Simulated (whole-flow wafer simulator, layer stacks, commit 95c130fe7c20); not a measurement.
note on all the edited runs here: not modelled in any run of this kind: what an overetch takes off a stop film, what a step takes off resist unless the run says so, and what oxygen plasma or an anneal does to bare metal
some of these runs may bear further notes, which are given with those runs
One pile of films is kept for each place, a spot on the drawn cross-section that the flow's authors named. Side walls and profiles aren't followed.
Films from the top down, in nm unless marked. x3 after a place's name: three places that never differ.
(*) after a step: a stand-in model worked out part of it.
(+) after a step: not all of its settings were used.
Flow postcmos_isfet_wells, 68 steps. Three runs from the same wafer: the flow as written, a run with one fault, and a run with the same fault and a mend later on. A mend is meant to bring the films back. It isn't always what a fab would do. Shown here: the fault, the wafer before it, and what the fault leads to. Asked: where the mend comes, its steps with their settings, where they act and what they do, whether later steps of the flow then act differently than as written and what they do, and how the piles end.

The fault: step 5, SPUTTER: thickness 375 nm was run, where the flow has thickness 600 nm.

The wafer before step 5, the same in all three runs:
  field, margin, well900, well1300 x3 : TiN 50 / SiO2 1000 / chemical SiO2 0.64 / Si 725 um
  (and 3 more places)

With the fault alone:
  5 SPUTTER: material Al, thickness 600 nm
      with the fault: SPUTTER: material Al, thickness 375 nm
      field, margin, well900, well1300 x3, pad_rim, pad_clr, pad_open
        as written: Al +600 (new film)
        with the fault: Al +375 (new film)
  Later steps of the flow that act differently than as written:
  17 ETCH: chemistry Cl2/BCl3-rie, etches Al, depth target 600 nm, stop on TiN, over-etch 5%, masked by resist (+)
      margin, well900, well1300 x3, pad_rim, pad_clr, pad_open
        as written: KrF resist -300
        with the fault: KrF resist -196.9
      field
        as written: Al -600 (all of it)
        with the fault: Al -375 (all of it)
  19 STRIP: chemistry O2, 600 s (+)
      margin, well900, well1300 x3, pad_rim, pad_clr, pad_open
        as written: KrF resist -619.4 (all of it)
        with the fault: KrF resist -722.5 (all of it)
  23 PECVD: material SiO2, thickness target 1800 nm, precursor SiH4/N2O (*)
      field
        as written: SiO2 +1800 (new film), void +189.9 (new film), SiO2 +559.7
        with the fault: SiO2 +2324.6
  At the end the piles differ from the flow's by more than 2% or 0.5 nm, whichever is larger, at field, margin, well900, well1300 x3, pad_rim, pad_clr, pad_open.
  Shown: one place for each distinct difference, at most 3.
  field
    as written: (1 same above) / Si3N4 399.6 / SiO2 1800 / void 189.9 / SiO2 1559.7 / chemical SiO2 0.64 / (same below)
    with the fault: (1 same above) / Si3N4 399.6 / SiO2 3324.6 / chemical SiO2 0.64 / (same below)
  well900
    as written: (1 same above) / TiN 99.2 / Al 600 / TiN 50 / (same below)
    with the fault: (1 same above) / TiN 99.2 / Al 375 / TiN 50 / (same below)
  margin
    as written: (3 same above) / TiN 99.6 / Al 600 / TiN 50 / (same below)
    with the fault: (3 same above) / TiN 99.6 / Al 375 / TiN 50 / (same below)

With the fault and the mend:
  The mend comes after step 5.
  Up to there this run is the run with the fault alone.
  5a SPUTTER: material Al, thickness 225 nm (the flow's step 5 once more, with other settings)
      field, margin, well900, well1300 x3, pad_rim, pad_clr, pad_open
        Al +225
  No later step of the flow acts differently than as written at any place that is followed.
  At the end the piles are the same as the flow's at every place that both follow.
